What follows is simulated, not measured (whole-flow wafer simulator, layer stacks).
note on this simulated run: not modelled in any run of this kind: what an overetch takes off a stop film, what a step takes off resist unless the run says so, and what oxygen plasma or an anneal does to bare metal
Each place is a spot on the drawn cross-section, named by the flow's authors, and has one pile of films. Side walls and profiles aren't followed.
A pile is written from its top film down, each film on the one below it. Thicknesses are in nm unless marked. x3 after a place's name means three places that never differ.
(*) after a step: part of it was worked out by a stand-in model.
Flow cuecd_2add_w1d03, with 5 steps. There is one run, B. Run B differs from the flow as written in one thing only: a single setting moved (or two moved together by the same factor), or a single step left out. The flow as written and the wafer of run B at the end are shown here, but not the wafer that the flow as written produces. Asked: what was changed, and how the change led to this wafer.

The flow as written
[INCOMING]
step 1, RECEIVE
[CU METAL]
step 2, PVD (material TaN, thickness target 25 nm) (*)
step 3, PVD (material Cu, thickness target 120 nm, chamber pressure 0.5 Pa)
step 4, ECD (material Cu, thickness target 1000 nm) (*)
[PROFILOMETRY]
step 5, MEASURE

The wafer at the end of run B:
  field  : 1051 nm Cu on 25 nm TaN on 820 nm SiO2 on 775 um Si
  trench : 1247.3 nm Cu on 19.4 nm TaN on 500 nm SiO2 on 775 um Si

What caused this: step 3, PVD: thickness target 51 nm was run, while the flow as written has thickness target 120 nm.

Step by step, how the change led to this:
  step 3, PVD (material Cu, thickness target 120 nm, chamber pressure 0.5 Pa)
      field: +51 Cu (new film) (in the flow as written it would be: +120 Cu (new film))
      trench: +39.8 Cu (new film) (in the flow as written it would be: +93.4 Cu (new film))
